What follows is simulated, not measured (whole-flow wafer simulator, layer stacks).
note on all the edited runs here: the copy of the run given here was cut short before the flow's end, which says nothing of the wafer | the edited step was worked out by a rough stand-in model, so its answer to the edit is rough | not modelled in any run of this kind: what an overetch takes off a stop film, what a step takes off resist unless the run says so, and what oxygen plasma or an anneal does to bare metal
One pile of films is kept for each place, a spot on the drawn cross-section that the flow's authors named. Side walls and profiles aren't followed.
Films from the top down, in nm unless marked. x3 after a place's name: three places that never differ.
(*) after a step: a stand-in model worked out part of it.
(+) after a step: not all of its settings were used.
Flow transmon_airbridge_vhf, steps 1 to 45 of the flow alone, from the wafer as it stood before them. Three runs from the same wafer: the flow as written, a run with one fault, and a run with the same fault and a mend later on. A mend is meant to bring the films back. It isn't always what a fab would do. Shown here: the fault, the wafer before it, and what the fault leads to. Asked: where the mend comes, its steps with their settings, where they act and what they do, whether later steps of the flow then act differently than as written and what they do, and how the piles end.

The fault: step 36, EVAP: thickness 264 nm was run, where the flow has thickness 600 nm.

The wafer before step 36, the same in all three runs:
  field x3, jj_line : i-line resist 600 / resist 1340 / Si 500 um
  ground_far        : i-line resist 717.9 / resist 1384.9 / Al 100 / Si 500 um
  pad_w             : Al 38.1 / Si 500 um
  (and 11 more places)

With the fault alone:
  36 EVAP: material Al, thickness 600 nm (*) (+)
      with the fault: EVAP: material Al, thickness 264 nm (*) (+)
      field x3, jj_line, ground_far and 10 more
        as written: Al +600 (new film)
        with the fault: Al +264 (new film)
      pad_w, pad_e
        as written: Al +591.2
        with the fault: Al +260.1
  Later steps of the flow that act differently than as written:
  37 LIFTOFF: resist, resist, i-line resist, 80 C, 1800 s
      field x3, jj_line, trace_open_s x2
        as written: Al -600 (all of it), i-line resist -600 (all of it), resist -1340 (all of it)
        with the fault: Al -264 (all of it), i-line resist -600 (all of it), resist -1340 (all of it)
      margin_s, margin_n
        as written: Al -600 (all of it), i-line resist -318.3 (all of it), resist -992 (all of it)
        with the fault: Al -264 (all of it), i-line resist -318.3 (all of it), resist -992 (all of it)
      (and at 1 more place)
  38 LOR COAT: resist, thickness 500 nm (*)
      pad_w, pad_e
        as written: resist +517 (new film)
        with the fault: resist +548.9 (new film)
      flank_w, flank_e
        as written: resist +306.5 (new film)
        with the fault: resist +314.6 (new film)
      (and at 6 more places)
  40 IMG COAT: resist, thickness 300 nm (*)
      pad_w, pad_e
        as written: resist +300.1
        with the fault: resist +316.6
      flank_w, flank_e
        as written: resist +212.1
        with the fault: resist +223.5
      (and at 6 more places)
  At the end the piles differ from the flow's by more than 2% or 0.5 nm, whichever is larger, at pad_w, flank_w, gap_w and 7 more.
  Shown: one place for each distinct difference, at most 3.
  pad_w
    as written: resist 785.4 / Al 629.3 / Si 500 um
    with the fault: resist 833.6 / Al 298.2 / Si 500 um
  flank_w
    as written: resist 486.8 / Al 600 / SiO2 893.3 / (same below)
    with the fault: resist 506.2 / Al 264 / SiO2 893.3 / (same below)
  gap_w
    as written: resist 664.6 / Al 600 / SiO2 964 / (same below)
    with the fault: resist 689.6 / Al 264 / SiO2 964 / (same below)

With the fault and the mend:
  The mend comes after step 36.
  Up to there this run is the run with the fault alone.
  36a EVAP: material Al, thickness 336 nm (*) (+) (the flow's step 36 once more, with other settings)
      field x3, jj_line, ground_far and 10 more
        Al +336
      pad_w, pad_e
        Al +331.1
  No later step of the flow acts differently than as written, at any place that is followed, by more than 2% or 0.5 nm, whichever is larger.
  At the end the piles differ from the flow's only slightly at the places that both follow, by at most 2% or 0.5 nm, whichever is larger.
